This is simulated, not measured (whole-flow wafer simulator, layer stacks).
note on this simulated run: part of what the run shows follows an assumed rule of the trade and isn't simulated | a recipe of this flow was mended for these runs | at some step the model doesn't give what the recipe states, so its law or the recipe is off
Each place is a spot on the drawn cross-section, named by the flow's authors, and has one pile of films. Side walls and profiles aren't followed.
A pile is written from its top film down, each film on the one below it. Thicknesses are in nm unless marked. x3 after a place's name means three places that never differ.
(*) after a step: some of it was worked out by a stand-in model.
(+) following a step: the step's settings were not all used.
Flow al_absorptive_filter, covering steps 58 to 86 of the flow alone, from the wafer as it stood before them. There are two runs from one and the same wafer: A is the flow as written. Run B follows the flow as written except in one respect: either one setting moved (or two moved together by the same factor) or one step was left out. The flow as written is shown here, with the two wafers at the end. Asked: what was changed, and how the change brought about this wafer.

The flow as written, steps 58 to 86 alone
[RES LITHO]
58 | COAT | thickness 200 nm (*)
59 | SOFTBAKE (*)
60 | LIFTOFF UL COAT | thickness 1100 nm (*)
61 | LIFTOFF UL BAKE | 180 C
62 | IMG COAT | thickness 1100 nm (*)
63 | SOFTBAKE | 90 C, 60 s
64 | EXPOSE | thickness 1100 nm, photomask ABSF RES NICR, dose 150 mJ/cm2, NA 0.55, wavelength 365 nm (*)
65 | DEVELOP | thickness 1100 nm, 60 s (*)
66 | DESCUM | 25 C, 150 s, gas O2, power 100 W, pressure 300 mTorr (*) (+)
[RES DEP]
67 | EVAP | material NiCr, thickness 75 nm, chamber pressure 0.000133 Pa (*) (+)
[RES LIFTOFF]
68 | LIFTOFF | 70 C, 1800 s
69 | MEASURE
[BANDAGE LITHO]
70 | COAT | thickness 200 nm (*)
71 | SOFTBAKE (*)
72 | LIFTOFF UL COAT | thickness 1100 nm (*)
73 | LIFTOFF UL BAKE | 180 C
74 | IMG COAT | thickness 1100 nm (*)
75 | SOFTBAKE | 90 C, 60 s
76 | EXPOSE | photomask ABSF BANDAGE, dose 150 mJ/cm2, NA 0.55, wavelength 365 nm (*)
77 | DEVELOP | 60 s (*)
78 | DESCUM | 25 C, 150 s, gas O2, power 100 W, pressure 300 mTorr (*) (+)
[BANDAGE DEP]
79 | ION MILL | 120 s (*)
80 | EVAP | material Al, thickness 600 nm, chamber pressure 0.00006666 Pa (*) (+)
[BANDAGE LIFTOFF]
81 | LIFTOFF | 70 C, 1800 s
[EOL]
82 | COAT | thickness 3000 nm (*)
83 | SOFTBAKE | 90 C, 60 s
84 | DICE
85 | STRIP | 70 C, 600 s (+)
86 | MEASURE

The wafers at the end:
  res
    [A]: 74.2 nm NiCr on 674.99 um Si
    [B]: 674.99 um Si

The reason: step 66, DESCUM: 114 s was run, while the flow as written has 150 s.

The path from the change to this, step by step:
  66 | DESCUM | 25 C, 150 s, gas O2, power 100 W, pressure 300 mTorr (*) (+)
      res: A acrylic-e-beam-resist loses 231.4 (all of it) | B acrylic-e-beam-resist loses 211.1
      gnd, pad_far, xa_field and 8 more: A i-line-resist loses 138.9 | B i-line-resist loses 105.5
  68 | LIFTOFF | 70 C, 1800 s
      res: A nothing | B NiCr loses 74.2 (all of it), acrylic-e-beam-resist loses 20.4 (all of it)
      xa_field, xl_land, idc_field: A NiCr loses 75 (all of it), i-line-resist loses 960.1 (all of it), lift-off-underlayer loses 1100 (all of it), acrylic-e-beam-resist loses 200 (all of it) | B NiCr loses 75 (all of it), i-line-resist loses 993.4 (all of it), lift-off-underlayer loses 1100 (all of it), acrylic-e-beam-resist loses 200 (all of it)
      (as well as at 8 more places)
  70 | COAT | thickness 200 nm (*)
      ledge: A acrylic-e-beam-resist gains 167 (new film) | B acrylic-e-beam-resist gains 145 (new film)
      res: A acrylic-e-beam-resist gains 218.1 (new film) | B acrylic-e-beam-resist gains 238.5 (new film)
  72 | LIFTOFF UL COAT | thickness 1100 nm (*)
      res: A lift-off-underlayer gains 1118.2 (new film) | B lift-off-underlayer gains 1154.6 (new film)
  81 | LIFTOFF | 70 C, 1800 s
      ledge: A Al loses 600 (all of it), i-line-resist loses 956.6 (all of it), lift-off-underlayer loses 1077.5 (all of it), acrylic-e-beam-resist loses 167 (all of it) | B Al loses 600 (all of it), i-line-resist loses 966.3 (all of it), lift-off-underlayer loses 1084.9 (all of it), acrylic-e-beam-resist loses 145 (all of it)
      res: A Al loses 600 (all of it), i-line-resist loses 964.1 (all of it), lift-off-underlayer loses 1118.2 (all of it), acrylic-e-beam-resist loses 218.1 (all of it) | B Al loses 600 (all of it), i-line-resist loses 976.9 (all of it), lift-off-underlayer loses 1154.6 (all of it), acrylic-e-beam-resist loses 238.5 (all of it)
  82 | COAT | thickness 3000 nm (*)
      res: A i-line-resist gains 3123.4 (new film) | B i-line-resist gains 3190.8 (new film)
  83 | SOFTBAKE | 90 C, 60 s
      res: A i-line-resist loses 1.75 | B i-line-resist gains 0.59
      gnd: A i-line-resist gains 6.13 | B i-line-resist gains 5.53
      (as well as at 1 more place)
  85 | STRIP | 70 C, 600 s (+)
      res: A i-line-resist loses 3121.6 (all of it) | B i-line-resist loses 3191.3 (all of it)
